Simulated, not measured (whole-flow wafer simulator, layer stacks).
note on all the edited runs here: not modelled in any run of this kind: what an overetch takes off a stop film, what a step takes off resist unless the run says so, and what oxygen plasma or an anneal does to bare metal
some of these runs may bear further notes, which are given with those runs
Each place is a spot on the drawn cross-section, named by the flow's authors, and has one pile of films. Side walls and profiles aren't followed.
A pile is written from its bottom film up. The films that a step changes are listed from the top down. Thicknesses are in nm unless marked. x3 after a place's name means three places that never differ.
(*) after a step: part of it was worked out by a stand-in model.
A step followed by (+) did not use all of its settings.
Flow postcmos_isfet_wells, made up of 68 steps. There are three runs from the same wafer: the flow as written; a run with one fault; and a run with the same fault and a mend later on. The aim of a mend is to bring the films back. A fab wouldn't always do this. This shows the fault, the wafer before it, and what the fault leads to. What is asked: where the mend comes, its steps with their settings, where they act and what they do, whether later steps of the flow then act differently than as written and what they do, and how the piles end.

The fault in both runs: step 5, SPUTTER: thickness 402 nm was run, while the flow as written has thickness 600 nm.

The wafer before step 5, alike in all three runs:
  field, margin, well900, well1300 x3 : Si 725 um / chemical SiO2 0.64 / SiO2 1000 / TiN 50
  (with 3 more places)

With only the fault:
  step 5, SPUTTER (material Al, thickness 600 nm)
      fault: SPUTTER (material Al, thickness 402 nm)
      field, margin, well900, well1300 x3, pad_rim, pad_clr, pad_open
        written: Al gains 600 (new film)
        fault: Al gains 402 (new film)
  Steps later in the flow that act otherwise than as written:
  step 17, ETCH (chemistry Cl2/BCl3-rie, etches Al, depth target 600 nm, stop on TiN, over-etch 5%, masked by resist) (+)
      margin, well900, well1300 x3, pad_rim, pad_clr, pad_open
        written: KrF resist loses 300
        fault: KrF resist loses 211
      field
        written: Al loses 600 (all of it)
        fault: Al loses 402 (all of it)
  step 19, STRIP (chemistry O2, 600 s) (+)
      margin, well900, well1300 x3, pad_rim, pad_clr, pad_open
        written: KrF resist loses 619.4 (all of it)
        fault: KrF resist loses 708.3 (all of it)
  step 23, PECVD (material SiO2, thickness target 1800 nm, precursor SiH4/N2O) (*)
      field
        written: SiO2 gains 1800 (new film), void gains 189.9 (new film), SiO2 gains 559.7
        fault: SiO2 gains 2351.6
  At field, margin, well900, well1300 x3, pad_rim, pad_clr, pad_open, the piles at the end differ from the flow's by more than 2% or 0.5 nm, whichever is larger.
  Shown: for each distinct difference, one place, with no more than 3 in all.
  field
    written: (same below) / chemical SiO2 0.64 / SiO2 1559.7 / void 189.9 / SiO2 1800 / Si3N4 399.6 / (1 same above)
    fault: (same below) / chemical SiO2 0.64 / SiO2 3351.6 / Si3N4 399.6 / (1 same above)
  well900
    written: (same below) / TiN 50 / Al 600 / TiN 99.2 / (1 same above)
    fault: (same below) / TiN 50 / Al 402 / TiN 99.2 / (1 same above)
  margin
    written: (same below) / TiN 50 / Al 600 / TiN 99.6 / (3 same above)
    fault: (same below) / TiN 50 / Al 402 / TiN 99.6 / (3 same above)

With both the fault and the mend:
  The mend follows step 5.
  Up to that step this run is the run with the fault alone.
  step 5a, SPUTTER (material Al, thickness 198 nm) (a further turn of the flow's step 5, with different settings)
      field, margin, well900, well1300 x3, pad_rim, pad_clr, pad_open
        Al gains 198
  Every later step of the flow that is run acts as written at every place that is followed.
  At every place that both follow, the piles at the end match the flow's.
